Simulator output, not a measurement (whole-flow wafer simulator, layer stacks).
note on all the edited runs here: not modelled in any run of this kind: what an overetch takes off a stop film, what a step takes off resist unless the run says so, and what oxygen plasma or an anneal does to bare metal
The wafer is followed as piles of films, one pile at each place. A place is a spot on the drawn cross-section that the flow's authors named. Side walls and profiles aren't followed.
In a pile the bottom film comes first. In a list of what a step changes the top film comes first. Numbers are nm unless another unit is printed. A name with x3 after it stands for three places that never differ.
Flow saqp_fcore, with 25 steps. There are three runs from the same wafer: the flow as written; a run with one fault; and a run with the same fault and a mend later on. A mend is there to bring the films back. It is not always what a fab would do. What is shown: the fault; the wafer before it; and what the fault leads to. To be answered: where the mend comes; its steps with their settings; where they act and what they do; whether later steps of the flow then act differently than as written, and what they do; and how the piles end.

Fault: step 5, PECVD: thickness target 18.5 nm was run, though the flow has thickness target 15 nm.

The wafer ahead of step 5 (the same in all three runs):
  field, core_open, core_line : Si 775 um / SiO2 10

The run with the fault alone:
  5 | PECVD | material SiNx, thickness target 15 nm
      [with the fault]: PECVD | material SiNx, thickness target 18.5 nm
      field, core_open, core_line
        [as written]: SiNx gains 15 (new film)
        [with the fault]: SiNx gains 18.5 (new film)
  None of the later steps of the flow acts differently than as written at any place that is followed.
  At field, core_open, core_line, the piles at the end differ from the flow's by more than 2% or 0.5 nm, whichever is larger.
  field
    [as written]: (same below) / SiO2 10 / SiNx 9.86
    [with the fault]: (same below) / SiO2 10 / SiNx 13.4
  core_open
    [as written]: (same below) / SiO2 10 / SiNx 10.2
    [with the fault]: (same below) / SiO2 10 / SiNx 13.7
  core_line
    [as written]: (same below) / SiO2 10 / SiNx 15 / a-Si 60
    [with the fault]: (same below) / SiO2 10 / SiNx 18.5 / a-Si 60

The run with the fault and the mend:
  After step 5 comes the mend.
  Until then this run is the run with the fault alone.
  5a | ETCH | chemistry h3po4, depth target 3.5 nm
      field, core_open, core_line
        SiNx loses 3.5
  None of the later steps of the flow acts differently than as written at any place that is followed.
  By the end, the piles equal the flow's at every place that both follow.
